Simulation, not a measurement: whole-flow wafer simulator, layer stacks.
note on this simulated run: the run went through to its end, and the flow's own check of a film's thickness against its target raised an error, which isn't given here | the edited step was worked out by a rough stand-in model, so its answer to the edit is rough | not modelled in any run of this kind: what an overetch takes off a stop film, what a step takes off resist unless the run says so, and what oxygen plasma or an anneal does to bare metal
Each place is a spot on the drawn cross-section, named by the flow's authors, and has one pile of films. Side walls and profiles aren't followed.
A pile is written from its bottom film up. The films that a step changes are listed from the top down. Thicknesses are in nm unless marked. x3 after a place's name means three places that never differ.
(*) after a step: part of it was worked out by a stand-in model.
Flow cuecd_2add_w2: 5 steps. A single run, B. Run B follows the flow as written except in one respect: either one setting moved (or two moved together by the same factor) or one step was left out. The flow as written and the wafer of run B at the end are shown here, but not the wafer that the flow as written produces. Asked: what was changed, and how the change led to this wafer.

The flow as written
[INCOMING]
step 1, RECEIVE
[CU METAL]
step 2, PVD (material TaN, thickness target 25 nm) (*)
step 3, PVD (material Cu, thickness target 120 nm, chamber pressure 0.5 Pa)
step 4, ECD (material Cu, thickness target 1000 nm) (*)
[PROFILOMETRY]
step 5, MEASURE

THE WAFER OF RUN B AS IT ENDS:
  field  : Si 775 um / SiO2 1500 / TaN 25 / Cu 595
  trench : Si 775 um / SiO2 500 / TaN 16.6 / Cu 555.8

The reason: step 4, ECD: thickness target 475 nm was run, while the flow as written has thickness target 1000 nm.

How this came from the change, step by step:
  step 4, ECD (material Cu, thickness target 1000 nm) (*)
      field: Cu gains 475 (it would be, as written: Cu gains 1000)
      trench: Cu gains 475 (it would be, as written: Cu gains 2047.6)
